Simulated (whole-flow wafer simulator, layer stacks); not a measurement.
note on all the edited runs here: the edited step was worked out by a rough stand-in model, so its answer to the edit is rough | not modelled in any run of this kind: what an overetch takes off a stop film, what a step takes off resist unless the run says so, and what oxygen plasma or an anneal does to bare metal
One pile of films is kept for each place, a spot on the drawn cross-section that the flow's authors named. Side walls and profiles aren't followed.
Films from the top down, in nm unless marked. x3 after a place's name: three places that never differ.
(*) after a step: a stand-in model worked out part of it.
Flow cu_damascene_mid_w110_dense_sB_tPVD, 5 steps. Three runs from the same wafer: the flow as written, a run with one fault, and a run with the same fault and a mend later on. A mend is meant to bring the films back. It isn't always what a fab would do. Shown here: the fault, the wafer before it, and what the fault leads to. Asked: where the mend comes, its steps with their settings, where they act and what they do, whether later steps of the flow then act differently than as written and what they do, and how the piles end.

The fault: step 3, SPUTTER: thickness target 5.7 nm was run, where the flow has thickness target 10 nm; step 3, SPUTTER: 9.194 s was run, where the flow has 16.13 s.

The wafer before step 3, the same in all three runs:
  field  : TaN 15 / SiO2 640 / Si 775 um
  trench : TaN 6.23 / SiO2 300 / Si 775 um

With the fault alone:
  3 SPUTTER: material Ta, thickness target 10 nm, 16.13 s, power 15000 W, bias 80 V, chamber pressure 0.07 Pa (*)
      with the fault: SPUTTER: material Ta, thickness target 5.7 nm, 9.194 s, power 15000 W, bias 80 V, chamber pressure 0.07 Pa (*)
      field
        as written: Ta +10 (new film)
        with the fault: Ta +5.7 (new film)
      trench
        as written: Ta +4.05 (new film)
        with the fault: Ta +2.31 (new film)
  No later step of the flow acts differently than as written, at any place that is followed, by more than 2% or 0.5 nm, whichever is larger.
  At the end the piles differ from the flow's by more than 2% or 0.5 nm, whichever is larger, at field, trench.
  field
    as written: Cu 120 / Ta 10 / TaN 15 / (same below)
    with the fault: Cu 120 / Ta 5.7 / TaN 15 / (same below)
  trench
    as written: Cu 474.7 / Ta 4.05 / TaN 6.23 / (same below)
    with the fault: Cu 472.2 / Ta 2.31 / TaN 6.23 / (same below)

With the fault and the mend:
  The mend comes after step 3.
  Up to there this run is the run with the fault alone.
  3a SPUTTER: material Ta, thickness target 4.3 nm, 6.936 s, power 15000 W, bias 80 V, chamber pressure 0.07 Pa (*) (the flow's step 3 once more, with other settings)
      field
        Ta +4.3
      trench
        Ta +1.7
  No later step of the flow acts differently than as written, at any place that is followed, by more than 2% or 0.5 nm, whichever is larger.
  At the end the piles differ from the flow's only slightly at the places that both follow, by at most 2% or 0.5 nm, whichever is larger.
